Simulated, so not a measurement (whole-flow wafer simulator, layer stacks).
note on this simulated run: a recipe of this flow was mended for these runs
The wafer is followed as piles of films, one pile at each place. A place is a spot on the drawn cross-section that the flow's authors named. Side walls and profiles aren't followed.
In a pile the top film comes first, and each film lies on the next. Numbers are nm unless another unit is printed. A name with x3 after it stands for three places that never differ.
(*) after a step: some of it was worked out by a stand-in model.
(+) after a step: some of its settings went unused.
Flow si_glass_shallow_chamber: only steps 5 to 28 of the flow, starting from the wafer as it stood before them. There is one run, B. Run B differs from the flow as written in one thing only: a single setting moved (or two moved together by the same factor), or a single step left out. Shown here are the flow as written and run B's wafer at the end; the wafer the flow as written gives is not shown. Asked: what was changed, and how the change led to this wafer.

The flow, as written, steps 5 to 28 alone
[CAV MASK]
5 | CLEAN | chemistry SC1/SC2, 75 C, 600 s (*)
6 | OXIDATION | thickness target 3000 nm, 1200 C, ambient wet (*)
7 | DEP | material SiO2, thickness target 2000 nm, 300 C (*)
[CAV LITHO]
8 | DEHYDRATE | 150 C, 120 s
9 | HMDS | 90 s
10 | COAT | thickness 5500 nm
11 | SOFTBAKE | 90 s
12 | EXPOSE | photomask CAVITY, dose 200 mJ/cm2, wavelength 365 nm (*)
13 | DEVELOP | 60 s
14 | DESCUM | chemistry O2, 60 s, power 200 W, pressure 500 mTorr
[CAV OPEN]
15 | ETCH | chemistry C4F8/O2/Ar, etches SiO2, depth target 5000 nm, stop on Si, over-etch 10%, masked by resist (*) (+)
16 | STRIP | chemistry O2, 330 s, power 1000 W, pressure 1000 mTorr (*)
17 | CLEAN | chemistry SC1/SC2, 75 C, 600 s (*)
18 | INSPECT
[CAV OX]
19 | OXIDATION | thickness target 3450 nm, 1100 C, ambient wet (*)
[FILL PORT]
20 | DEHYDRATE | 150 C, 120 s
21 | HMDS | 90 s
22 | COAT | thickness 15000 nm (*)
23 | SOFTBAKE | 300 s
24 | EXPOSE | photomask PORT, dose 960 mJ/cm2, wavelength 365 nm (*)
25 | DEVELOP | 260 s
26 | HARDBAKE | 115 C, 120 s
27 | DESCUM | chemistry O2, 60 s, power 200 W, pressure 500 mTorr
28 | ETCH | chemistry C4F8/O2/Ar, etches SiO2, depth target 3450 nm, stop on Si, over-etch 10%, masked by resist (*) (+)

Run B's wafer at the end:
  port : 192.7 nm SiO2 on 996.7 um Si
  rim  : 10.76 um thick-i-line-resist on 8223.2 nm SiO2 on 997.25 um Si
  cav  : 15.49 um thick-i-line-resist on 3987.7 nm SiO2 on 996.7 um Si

What caused this: step 6, OXIDATION: thickness target 5438 nm was run, though the flow has thickness target 3000 nm.

Step by step, how the change led to this:
  6 | OXIDATION | thickness target 3000 nm, 1200 C, ambient wet (*)
      rim, ramp, cav, port, septum, ring: +5438 SiO2 (new film), -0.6 chemical SiO2 (all of it), -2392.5 Si (in the flow as written it would be: +3000 SiO2 (new film), -0.6 chemical SiO2 (all of it), -1319.7 Si)
  15 | ETCH | chemistry C4F8/O2/Ar, etches SiO2, depth target 5000 nm, stop on Si, over-etch 10%, masked by resist (*) (+)
      cav, port: -5500 SiO2 (in the flow as written it would be: -5000 SiO2 (all of it), -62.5 Si)
  16 | STRIP | chemistry O2, 330 s, power 1000 W, pressure 1000 mTorr (*)
      cav, port: nothing (in the flow as written it would be: +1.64 chemical SiO2 (new film), -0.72 Si)
  17 | CLEAN | chemistry SC1/SC2, 75 C, 600 s (*)
      cav, port: -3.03 SiO2 (in the flow as written it would be: -1.04 chemical SiO2, -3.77 Si)
  19 | OXIDATION | thickness target 3450 nm, 1100 C, ambient wet (*)
      cav, port: +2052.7 SiO2, -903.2 Si (in the flow as written it would be: +3450 SiO2 (new film), -0.6 chemical SiO2 (all of it), -1517.7 Si)
      rim, ramp, septum, ring: +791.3 SiO2, -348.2 Si (in the flow as written it would be: +1110.9 SiO2, -488.8 Si)
  22 | COAT | thickness 15000 nm (*)
      rim: +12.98 um thick-i-line-resist (new film) (in the flow as written it would be: +13.4 um thick-i-line-resist (new film))
      ramp: +12.33 um thick-i-line-resist (new film) (in the flow as written it would be: +12.89 um thick-i-line-resist (new film))
      (and at 4 other places as well)
  23 | SOFTBAKE | 300 s
      rim: -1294 thick-i-line-resist (in the flow as written it would be: -997 thick-i-line-resist)
      ramp: -647.6 thick-i-line-resist (in the flow as written it would be: -487.1 thick-i-line-resist)
      (and at 4 other places as well)
  25 | DEVELOP | 260 s
      port: -16.48 um thick-i-line-resist (all of it) (in the flow as written it would be: -16.16 um thick-i-line-resist (all of it))
  26 | HARDBAKE | 115 C, 120 s
      rim, ramp: -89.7 thick-i-line-resist (in the flow as written it would be: -98.2 thick-i-line-resist)
      cav: -151.6 thick-i-line-resist (in the flow as written it would be: -147.1 thick-i-line-resist)
  28 | ETCH | chemistry C4F8/O2/Ar, etches SiO2, depth target 3450 nm, stop on Si, over-etch 10%, masked by resist (*) (+)
      port: -3795 SiO2 (in the flow as written it would be: -3450 SiO2 (all of it), -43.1 Si)
